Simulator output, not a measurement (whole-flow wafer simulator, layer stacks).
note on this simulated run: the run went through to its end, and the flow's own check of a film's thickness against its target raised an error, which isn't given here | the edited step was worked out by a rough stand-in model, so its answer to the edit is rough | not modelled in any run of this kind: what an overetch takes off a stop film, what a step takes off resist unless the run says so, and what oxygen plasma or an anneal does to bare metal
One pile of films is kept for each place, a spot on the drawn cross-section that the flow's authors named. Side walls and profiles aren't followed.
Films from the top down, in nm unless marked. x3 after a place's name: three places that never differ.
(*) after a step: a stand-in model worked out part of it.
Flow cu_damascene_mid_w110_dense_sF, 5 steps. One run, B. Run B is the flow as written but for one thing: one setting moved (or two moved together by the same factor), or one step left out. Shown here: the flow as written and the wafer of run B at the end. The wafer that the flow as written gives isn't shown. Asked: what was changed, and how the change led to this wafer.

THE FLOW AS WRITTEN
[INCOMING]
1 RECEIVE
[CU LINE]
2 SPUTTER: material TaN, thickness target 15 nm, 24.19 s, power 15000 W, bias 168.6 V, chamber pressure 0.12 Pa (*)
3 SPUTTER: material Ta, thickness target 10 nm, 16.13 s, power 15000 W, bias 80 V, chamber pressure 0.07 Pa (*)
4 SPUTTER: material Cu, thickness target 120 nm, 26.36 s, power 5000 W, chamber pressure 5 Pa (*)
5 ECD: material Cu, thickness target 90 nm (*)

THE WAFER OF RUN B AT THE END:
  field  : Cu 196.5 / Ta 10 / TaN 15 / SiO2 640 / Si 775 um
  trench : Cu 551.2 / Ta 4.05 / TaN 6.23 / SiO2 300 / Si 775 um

The cause: step 5, ECD: thickness target 76.5 nm was run, where the flow has thickness target 90 nm.

How the change led to this, step by step:
  5 ECD: material Cu, thickness target 90 nm (*)
      field: Cu +76.5 (as written it would be: Cu +90)
      trench: Cu +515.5 (as written it would be: Cu +529)
